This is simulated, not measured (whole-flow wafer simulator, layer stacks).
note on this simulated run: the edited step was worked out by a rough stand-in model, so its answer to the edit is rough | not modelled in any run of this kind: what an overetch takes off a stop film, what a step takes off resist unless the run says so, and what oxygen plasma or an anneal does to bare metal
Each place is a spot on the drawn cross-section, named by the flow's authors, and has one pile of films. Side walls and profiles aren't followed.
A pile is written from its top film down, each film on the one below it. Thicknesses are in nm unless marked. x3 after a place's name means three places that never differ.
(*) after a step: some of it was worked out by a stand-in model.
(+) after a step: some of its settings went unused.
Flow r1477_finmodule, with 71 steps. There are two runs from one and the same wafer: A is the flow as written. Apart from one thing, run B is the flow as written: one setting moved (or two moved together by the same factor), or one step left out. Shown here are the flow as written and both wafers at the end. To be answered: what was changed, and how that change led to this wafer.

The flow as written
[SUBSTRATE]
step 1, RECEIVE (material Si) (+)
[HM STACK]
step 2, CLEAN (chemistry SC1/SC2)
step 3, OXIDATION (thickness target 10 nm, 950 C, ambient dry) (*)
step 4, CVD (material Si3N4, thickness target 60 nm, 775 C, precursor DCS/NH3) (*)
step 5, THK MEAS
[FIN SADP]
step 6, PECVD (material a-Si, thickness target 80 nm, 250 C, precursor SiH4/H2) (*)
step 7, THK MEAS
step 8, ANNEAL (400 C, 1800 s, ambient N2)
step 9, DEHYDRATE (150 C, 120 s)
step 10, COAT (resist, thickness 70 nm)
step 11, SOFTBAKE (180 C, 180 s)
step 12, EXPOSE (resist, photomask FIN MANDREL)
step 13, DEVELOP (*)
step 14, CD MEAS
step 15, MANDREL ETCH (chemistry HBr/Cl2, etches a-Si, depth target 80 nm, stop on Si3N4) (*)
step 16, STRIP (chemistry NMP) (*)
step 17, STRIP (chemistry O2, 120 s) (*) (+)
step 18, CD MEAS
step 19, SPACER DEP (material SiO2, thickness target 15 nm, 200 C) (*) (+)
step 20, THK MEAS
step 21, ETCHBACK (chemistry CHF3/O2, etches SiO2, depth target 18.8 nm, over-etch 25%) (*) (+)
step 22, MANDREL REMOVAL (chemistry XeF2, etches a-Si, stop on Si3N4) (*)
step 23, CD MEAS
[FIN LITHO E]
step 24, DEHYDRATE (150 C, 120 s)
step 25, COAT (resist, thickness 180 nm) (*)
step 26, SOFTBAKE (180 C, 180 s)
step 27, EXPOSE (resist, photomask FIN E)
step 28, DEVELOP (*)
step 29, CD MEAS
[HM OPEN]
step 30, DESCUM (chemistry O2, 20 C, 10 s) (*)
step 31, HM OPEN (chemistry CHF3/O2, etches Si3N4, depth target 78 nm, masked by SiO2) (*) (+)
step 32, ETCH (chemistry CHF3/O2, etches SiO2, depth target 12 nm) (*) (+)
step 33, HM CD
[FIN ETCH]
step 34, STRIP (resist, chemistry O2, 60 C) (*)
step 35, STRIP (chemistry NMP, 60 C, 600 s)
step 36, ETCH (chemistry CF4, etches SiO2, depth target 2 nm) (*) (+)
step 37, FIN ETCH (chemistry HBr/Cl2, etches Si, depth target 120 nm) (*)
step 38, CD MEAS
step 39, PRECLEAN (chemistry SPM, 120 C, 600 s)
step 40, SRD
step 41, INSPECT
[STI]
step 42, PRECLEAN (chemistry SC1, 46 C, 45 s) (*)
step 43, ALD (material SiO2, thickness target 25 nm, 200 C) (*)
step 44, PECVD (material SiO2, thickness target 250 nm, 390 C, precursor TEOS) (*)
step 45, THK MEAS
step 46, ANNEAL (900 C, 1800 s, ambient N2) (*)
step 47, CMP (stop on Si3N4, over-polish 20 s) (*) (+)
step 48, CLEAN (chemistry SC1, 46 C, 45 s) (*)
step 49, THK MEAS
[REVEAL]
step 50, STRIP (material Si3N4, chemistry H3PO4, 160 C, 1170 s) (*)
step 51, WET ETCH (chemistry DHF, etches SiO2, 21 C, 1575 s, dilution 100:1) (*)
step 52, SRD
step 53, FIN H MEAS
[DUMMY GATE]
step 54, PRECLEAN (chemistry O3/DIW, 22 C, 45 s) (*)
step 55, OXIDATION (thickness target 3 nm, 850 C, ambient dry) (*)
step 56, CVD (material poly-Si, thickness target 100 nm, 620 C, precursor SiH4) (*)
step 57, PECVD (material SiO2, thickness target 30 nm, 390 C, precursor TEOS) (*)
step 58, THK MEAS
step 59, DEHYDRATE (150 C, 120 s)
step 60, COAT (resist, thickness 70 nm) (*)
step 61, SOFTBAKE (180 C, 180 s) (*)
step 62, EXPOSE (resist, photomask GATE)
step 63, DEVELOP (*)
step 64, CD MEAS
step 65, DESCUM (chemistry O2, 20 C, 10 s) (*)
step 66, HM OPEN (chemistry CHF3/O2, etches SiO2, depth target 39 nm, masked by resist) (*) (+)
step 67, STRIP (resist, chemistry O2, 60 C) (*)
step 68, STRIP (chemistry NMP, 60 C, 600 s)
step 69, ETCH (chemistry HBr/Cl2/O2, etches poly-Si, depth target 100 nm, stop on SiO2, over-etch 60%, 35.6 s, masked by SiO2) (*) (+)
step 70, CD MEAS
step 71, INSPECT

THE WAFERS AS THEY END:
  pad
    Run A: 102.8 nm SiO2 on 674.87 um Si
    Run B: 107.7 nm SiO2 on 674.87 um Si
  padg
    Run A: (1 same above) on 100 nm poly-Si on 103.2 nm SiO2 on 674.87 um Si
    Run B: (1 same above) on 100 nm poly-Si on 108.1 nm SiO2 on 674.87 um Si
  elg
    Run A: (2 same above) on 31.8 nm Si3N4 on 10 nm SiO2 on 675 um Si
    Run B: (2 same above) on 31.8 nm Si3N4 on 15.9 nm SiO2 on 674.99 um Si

The reason: step 3, OXIDATION: thickness target 15.9 nm was run, while the flow as written has thickness target 10 nm.
One can read it off the wafer: elg has SiO2 15.9, and step 3 as written asks for 10 nm.

How this came from the change, step by step:
  step 3, OXIDATION (thickness target 10 nm, 950 C, ambient dry) (*)
      pad, padg, elg and 33 more: A +10 SiO2 (new film), -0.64 chemical SiO2 (all of it), -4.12 Si | B +15.9 SiO2 (new film), -0.64 chemical SiO2 (all of it), -6.71 Si
  step 31, HM OPEN (chemistry CHF3/O2, etches Si3N4, depth target 78 nm, masked by SiO2) (*) (+)
      pad, padg, esg and 13 more: A -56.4 Si3N4 (all of it), -10 SiO2 (all of it) | B -56.4 Si3N4 (all of it), -10.8 SiO2
  step 32, ETCH (chemistry CHF3/O2, etches SiO2, depth target 12 nm) (*) (+)
      pad, padg, e40sg and 11 more: A -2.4 Si | B -5.09 SiO2 (all of it), -1.38 Si
      esg, eso: A -1.77 Si | B -5.09 SiO2 (all of it), -1.38 Si
      (as well as at 6 more places)
  step 43, ALD (material SiO2, thickness target 25 nm, 200 C) (*)
      esg: A +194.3 SiO2 (new film) | B +199.8 SiO2 (new film)
  step 47, CMP (stop on Si3N4, over-polish 20 s) (*) (+)
      pad, padg, e40sg and 11 more: A -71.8 SiO2 | B -66.9 SiO2
      eso: A -72.4 SiO2 | B -66.9 SiO2
  step 51, WET ETCH (chemistry DHF, etches SiO2, 21 C, 1575 s, dilution 100:1) (*)
      s40sg_line, s45sg_line, s50sg_line, s40so_line, s45so_line, s50so_line: A -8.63 SiO2 (all of it) | B -14.5 SiO2 (all of it)
  step 56, CVD (material poly-Si, thickness target 100 nm, 620 C, precursor SiH4) (*)
      s40cg, s40co: A +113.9 poly-Si (new film) | B +108 poly-Si (new film)
      s45cg, s45co: A +113.4 poly-Si (new film) | B +107.5 poly-Si (new film)
      (as well as at 2 more places)
  step 60, COAT (resist, thickness 70 nm) (*)
      s40sg, s40so: A +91 resist (new film) | B +85.4 resist (new film)
      s45sg, s45so: A +91 resist (new film) | B +85.3 resist (new film)
      (as well as at 2 more places)
  step 63, DEVELOP (*)
      s40so: A -91 resist (all of it) | B -85.4 resist (all of it)
      s45so: A -91 resist (all of it) | B -85.3 resist (all of it)
      (as well as at 1 more place)
  step 67, STRIP (resist, chemistry O2, 60 C) (*)
      s40sg: A -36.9 resist (all of it) | B -31.3 resist (all of it)
      s45sg: A -36.9 resist (all of it) | B -31.2 resist (all of it)
      (as well as at 1 more place)
  step 69, ETCH (chemistry HBr/Cl2/O2, etches poly-Si, depth target 100 nm, stop on SiO2, over-etch 60%, 35.6 s, masked by SiO2) (*) (+)
      s40co: A -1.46 chemical SiO2 (all of it), -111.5 poly-Si (all of it), -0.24 SiO2 | B -1.46 chemical SiO2 (all of it), -105.6 poly-Si (all of it), -0.27 SiO2
      s45co: A -1.46 chemical SiO2 (all of it), -110.9 poly-Si (all of it), -0.25 SiO2 | B -1.46 chemical SiO2 (all of it), -105 poly-Si (all of it), -0.27 SiO2
      (as well as at 1 more place)
